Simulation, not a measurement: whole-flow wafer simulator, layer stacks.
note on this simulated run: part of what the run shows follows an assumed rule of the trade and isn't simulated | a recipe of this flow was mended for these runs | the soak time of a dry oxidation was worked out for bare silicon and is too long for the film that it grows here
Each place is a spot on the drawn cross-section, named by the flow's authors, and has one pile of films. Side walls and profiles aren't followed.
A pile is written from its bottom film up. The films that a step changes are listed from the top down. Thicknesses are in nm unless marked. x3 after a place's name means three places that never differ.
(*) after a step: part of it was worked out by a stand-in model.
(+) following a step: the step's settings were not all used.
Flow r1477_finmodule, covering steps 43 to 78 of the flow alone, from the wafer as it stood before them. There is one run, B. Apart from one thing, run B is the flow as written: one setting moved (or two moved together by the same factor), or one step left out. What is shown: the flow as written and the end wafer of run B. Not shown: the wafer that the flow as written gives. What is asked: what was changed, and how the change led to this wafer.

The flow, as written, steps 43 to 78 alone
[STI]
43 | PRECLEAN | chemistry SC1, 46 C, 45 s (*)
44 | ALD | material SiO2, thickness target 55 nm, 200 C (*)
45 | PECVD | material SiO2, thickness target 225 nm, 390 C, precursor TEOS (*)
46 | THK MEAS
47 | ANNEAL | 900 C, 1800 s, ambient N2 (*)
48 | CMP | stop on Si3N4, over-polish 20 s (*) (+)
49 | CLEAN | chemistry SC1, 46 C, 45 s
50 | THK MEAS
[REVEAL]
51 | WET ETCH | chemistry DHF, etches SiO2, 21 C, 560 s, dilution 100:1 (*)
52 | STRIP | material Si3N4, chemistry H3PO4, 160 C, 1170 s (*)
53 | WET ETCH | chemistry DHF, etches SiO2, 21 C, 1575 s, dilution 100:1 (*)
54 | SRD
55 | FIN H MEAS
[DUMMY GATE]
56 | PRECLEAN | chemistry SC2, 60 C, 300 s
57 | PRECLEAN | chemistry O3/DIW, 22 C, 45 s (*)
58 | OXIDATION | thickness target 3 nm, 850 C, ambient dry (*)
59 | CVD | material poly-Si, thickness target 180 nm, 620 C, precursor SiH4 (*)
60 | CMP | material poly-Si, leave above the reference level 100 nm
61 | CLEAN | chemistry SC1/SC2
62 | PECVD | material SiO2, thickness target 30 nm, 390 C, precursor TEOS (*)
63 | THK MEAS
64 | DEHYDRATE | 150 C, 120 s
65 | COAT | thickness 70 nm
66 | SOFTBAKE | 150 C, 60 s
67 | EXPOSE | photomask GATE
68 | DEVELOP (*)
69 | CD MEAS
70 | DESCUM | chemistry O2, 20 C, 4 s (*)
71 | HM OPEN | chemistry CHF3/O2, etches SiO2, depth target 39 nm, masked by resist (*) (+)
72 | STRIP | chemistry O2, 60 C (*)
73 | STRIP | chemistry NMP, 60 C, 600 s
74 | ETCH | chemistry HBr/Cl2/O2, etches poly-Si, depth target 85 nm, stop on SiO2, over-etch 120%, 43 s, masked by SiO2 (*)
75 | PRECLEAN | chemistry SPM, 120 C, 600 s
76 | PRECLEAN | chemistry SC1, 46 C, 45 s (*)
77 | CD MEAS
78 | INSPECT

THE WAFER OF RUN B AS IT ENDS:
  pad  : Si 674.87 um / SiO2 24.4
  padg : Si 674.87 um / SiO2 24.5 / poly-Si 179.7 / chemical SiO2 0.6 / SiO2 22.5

The reason: step 45, PECVD: thickness target 90 nm was run, whereas the flow has thickness target 225 nm.

How this came from the change, step by step:
  45 | PECVD | material SiO2, thickness target 225 nm, 390 C, precursor TEOS (*)
      pad, padg, elg x4 and 30 more: +90 SiO2 (in the flow as written it would be: +225 SiO2)
  47 | ANNEAL | 900 C, 1800 s, ambient N2 (*)
      pad, padg, elg x4 and 30 more: -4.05 SiO2 (in the flow as written it would be: -10.1 SiO2)
  48 | CMP | stop on Si3N4, over-polish 20 s (*) (+)
      pad, padg: nothing (in the flow as written it would be: -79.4 SiO2)
      s40cg x3, s40sg x3, s40co x3, s40so x3: -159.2 SiO2 (in the flow as written it would be: -288.1 SiO2)
      (also at 22 further places)
  53 | WET ETCH | chemistry DHF, etches SiO2, 21 C, 1575 s, dilution 100:1 (*)
      pad, padg: -83 SiO2 (in the flow as written it would be: -85.7 SiO2)
  60 | CMP | material poly-Si, leave above the reference level 100 nm
      pad, padg: nothing (in the flow as written it would be: -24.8 poly-Si)
  74 | ETCH | chemistry HBr/Cl2/O2, etches poly-Si, depth target 85 nm, stop on SiO2, over-etch 120%, 43 s, masked by SiO2 (*)
      pad: -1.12 chemical SiO2 (all of it), -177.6 poly-Si (all of it) (in the flow as written it would be: -1.12 chemical SiO2 (all of it), -152.8 poly-Si (all of it), -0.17 SiO2)
